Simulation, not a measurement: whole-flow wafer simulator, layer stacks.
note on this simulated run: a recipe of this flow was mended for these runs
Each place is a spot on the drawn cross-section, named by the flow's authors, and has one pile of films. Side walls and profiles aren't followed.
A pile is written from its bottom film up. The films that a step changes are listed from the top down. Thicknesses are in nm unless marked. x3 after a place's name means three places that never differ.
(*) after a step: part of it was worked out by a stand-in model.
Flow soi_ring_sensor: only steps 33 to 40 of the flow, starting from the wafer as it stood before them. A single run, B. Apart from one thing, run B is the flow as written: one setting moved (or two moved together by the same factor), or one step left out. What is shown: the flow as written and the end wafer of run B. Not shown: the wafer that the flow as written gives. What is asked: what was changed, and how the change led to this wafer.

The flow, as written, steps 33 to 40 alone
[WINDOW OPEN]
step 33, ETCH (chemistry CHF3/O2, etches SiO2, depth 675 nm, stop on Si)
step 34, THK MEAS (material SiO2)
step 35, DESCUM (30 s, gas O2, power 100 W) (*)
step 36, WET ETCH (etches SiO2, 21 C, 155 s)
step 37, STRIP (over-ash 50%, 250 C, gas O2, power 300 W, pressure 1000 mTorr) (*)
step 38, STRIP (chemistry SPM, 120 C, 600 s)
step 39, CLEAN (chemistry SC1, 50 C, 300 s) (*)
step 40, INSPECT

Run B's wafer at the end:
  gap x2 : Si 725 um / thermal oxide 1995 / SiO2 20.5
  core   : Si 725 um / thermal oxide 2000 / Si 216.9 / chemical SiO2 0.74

The reason: step 36, WET ETCH: 130 s was run, while the flow as written has 155 s.

Step by step, how the change led to this:
  step 36, WET ETCH (etches SiO2, 21 C, 155 s)
      gap x2: -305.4 SiO2 (as written it would have been: -326.6 SiO2 (all of it), -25 thermal oxide)
  step 39, CLEAN (chemistry SC1, 50 C, 300 s) (*)
      gap x2: -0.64 SiO2 (as written it would have been: -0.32 thermal oxide)
